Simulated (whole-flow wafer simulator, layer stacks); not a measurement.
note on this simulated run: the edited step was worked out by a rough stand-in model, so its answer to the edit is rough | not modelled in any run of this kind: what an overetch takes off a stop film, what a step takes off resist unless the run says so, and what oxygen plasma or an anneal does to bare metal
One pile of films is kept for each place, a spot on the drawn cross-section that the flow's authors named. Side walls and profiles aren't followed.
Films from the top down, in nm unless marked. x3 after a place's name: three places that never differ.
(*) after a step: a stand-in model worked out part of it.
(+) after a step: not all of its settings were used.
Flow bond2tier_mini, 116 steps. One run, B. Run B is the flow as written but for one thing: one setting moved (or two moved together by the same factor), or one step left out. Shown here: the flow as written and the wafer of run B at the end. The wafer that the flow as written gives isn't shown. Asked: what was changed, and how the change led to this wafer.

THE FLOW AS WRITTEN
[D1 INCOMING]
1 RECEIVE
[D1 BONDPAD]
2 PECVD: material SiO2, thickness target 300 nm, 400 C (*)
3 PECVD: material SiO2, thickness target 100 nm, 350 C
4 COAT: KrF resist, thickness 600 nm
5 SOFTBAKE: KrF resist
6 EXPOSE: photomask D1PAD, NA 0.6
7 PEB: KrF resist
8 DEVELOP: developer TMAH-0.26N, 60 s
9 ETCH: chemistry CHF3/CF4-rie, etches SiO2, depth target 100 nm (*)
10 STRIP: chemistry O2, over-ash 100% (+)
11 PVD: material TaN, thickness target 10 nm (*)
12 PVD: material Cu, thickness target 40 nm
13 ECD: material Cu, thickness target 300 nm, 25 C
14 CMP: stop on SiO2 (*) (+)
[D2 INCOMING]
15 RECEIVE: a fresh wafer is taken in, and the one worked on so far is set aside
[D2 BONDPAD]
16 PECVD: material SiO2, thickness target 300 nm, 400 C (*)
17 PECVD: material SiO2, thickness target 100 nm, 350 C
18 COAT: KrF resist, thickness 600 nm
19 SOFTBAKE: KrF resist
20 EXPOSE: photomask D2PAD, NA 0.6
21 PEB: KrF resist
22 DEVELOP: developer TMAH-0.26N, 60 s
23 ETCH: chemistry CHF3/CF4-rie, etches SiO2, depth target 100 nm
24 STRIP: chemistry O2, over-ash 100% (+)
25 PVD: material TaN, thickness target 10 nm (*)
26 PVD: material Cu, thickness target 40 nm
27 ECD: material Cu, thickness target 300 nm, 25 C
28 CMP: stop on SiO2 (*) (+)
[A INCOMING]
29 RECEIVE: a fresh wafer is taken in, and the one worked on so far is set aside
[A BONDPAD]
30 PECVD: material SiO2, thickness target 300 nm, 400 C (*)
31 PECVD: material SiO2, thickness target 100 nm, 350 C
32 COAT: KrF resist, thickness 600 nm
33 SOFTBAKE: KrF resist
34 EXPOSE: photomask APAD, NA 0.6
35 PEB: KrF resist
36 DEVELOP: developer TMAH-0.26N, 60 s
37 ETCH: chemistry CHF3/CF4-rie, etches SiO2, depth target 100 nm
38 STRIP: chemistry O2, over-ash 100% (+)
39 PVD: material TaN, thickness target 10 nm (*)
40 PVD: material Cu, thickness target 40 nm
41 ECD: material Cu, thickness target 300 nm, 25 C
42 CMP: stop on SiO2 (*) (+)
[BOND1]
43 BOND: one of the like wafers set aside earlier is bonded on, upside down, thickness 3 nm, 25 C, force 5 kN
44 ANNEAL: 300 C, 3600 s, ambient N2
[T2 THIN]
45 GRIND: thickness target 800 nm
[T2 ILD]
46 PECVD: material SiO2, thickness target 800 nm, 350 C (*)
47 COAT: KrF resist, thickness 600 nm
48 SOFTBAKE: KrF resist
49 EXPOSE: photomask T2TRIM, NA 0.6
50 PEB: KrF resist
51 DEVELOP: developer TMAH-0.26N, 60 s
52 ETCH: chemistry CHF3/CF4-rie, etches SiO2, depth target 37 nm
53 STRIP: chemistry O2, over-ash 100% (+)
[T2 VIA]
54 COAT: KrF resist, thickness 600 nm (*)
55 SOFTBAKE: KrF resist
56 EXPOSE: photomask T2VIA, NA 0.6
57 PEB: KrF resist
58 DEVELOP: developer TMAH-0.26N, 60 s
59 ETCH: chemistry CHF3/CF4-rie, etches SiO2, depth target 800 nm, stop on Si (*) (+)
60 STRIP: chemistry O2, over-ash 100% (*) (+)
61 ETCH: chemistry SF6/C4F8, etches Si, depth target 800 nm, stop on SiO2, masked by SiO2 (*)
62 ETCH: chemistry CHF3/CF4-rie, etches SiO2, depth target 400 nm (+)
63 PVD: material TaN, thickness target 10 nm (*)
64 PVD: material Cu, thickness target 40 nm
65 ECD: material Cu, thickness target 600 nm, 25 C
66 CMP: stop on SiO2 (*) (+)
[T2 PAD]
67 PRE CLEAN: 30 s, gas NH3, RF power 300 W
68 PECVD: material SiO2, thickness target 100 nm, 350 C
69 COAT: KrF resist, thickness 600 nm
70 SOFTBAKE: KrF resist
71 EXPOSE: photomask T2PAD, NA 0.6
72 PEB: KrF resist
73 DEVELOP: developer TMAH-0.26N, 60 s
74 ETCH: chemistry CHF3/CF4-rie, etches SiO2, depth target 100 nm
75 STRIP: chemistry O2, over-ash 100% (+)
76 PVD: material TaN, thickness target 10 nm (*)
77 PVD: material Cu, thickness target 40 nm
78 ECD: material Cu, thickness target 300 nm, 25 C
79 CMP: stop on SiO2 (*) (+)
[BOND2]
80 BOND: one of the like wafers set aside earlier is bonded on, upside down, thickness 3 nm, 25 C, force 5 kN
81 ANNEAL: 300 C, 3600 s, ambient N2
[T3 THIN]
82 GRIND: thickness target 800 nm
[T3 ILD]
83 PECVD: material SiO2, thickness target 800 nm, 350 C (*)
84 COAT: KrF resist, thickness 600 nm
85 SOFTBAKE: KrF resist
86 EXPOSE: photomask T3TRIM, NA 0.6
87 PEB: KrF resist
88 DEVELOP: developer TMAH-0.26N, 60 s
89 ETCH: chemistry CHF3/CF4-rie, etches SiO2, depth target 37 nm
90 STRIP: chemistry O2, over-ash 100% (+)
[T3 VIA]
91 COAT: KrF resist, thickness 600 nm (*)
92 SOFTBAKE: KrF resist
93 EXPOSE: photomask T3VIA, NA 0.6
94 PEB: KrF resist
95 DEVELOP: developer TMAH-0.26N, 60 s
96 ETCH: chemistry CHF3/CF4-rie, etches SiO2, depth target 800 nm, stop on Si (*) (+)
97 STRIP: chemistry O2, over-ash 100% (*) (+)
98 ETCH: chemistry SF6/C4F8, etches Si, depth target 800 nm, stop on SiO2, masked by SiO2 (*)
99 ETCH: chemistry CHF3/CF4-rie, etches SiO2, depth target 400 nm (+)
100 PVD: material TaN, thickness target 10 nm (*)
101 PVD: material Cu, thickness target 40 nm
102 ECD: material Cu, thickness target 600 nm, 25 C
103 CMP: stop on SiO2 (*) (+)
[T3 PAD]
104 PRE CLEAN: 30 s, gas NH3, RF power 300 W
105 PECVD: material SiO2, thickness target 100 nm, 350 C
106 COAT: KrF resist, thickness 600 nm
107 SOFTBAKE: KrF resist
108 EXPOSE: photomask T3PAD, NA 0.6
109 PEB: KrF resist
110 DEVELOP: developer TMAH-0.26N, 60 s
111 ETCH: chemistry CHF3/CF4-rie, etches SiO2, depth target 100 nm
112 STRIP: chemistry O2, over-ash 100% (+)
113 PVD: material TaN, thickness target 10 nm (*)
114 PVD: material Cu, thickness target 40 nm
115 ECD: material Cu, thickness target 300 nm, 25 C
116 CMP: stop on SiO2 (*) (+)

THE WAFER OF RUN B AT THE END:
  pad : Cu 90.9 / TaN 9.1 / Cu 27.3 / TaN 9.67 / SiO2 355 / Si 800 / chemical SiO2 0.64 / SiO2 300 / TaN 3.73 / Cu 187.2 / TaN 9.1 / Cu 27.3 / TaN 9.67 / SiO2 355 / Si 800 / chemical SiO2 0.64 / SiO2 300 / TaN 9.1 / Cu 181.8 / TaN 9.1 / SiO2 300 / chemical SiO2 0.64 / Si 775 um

The cause: step 25, PVD: thickness target 4.1 nm was run, where the flow has thickness target 10 nm.

How the change led to this, step by step:
  25 PVD: material TaN, thickness target 10 nm (*)
      field: TaN +4.1 (new film) (as written it would be: TaN +10 (new film))
      pad: TaN +3.73 (new film) (as written it would be: TaN +9.1 (new film))
      (and at 1 more place)
  28 CMP: stop on SiO2 (*) (+)
      field: Cu -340 (all of it), TaN -4.1 (all of it) (as written it would be: Cu -340 (all of it), TaN -10 (all of it))
  80 BOND: one of the like wafers set aside earlier is bonded on, upside down, thickness 3 nm, 25 C, force 5 kN
      pad: Si +775 um (new film), chemical SiO2 +0.64 (new film), SiO2 +300 (new film), TaN +3.73 (new film), Cu +96.3 (as written it would be: Si +775 um (new film), chemical SiO2 +0.64 (new film), SiO2 +300 (new film), TaN +9.1 (new film), Cu +90.9)
